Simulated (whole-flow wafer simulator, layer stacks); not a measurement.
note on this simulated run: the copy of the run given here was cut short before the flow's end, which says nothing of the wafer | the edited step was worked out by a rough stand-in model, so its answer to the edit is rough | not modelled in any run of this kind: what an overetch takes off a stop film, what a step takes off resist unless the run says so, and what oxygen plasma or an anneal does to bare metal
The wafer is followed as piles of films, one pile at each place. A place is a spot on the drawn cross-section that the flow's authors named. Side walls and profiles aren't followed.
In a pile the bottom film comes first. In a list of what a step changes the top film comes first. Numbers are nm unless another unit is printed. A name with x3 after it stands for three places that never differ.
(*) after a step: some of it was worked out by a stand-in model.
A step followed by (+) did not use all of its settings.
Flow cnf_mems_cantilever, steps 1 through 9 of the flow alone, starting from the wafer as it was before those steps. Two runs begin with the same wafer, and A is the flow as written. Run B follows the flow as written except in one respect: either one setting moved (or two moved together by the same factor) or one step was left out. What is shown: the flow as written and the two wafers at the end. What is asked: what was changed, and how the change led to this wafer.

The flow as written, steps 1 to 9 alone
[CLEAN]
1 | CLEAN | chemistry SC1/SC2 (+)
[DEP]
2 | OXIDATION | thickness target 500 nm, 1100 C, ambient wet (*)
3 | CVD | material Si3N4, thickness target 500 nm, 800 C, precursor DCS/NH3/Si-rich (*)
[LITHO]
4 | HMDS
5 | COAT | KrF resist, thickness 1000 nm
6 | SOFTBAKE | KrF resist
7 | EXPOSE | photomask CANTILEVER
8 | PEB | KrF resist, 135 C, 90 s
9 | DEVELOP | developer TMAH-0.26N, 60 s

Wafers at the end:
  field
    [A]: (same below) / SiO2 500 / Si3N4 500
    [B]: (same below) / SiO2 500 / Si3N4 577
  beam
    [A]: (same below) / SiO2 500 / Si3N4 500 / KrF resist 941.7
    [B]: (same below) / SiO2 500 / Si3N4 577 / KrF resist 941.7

Cause: step 3, CVD: thickness target 577 nm was run, whereas the flow has thickness target 500 nm.
The wafer lets one read it off: field has Si3N4 577, and step 3 as written asks for 500 nm.

The path from the change to this, step by step:
  3 | CVD | material Si3N4, thickness target 500 nm, 800 C, precursor DCS/NH3/Si-rich (*)
      field, beam: A Si3N4 gains 500 (new film) | B Si3N4 gains 577 (new film)
